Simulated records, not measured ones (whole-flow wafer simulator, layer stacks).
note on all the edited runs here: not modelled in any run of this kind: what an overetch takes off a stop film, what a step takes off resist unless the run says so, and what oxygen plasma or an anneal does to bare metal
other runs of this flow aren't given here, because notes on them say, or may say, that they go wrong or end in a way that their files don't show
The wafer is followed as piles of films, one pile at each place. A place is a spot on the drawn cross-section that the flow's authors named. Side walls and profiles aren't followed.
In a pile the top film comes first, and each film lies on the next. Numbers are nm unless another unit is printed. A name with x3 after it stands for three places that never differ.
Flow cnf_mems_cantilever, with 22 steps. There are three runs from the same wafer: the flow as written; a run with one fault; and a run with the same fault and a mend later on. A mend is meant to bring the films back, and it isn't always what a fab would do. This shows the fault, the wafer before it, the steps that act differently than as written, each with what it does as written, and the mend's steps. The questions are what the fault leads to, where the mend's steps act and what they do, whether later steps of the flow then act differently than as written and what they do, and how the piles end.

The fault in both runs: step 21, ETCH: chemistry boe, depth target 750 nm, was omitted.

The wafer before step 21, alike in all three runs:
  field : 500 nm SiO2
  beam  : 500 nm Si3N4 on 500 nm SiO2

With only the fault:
  None of the later steps of the flow acts differently than as written at any place that is followed.
  By the end, the piles at field, beam depart from the flow's by more than 2% or 0.5 nm, whichever is larger.
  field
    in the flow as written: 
    in the run with the fault: 500 nm SiO2
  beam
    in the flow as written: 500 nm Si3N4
    in the run with the fault: 500 nm Si3N4 on 500 nm SiO2

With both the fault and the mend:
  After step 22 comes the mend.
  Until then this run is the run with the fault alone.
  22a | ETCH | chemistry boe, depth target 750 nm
      field
        -500 SiO2 (all of it)
      beam
        under 1 film: -500 SiO2 (all of it)
  None of the later steps of the flow acts differently than as written at any place that is followed.
  At every place that both follow, the piles at the end match the flow's.
